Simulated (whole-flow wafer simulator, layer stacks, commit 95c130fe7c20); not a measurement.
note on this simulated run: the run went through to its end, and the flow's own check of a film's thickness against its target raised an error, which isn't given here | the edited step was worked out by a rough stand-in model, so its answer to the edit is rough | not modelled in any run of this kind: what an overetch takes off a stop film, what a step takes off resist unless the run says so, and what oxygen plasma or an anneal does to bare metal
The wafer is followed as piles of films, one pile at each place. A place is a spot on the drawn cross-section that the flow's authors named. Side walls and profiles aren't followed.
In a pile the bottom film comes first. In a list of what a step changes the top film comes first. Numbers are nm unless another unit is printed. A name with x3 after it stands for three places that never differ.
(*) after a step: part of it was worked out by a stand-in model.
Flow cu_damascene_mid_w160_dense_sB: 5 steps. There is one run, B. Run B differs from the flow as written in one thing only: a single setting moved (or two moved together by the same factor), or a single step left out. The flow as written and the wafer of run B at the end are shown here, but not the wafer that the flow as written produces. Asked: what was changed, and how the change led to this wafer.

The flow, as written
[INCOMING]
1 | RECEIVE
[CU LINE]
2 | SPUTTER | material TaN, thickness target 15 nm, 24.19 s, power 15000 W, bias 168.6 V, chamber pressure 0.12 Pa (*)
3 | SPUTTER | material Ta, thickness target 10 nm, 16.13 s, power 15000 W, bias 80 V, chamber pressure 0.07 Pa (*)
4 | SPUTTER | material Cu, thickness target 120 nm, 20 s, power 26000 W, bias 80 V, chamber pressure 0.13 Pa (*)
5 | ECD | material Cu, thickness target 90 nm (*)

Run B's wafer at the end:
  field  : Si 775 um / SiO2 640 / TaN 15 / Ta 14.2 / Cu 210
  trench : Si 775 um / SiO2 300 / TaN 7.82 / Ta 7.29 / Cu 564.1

What caused this: step 3, SPUTTER: thickness target 14.2 nm was run, while the flow as written has thickness target 10 nm; step 3, SPUTTER: 22.99 s was run, where the flow has 16.13 s.
The wafer lets one read it off: field has Ta 14.2, and step 3 as written asks for 10 nm.

The path from the change to this, step by step:
  3 | SPUTTER | material Ta, thickness target 10 nm, 16.13 s, power 15000 W, bias 80 V, chamber pressure 0.07 Pa (*)
      field: Ta gains 14.2 (new film) (in the flow as written it would be: Ta gains 10 (new film))
      trench: Ta gains 7.29 (new film) (in the flow as written it would be: Ta gains 5.14 (new film))
